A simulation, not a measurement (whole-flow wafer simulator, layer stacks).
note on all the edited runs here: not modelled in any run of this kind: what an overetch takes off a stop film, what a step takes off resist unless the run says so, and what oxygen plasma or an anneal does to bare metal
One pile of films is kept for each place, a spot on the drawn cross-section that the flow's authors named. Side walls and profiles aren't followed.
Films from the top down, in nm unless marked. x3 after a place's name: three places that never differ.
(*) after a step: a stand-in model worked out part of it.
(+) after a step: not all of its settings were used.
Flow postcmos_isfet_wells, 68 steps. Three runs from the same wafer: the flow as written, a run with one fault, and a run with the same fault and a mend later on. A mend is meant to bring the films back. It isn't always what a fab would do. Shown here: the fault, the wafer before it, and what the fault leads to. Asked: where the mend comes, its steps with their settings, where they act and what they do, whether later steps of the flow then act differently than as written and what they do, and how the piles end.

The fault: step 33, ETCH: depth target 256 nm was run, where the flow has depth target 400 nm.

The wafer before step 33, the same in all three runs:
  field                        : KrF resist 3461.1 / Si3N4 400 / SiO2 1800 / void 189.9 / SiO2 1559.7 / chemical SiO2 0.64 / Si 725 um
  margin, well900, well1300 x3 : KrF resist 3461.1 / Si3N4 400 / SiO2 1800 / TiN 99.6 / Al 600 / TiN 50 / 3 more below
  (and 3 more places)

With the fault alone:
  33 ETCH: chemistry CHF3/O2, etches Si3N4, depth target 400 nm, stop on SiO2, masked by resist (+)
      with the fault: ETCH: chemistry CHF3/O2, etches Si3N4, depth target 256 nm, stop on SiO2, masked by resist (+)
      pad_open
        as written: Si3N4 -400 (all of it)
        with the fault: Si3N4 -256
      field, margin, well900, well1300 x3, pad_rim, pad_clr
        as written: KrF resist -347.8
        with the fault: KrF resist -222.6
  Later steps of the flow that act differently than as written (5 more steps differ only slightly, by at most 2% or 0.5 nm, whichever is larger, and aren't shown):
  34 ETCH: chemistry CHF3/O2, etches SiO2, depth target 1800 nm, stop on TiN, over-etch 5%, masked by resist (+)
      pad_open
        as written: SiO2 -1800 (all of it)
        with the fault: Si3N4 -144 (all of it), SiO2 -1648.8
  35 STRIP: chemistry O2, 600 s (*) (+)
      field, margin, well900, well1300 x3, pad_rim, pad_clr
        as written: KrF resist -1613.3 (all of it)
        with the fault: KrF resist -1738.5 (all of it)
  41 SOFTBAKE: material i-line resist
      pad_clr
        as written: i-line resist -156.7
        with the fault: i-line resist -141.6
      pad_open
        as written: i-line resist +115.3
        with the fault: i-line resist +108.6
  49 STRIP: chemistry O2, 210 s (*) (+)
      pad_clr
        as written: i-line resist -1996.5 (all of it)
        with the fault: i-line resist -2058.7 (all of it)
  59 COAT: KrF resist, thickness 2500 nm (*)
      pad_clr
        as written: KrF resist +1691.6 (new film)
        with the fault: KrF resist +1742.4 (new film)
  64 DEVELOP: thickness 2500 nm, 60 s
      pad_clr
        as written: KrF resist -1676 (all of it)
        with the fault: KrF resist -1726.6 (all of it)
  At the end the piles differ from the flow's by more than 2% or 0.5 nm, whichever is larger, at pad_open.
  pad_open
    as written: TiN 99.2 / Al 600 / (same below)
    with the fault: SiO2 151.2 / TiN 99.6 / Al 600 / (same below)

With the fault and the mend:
  The mend comes after step 33.
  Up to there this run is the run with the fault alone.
  33a ETCH: chemistry CHF3/O2, etches Si3N4, depth target 144 nm, stop on SiO2, masked by resist (the flow's step 33 once more, with other settings)
      field, margin, well900, well1300 x3, pad_rim, pad_clr
        KrF resist -125.2
      pad_open
        Si3N4 -144 (all of it)
  No later step of the flow acts differently than as written at any place that is followed.
  At the end the piles are the same as the flow's at every place that both follow.
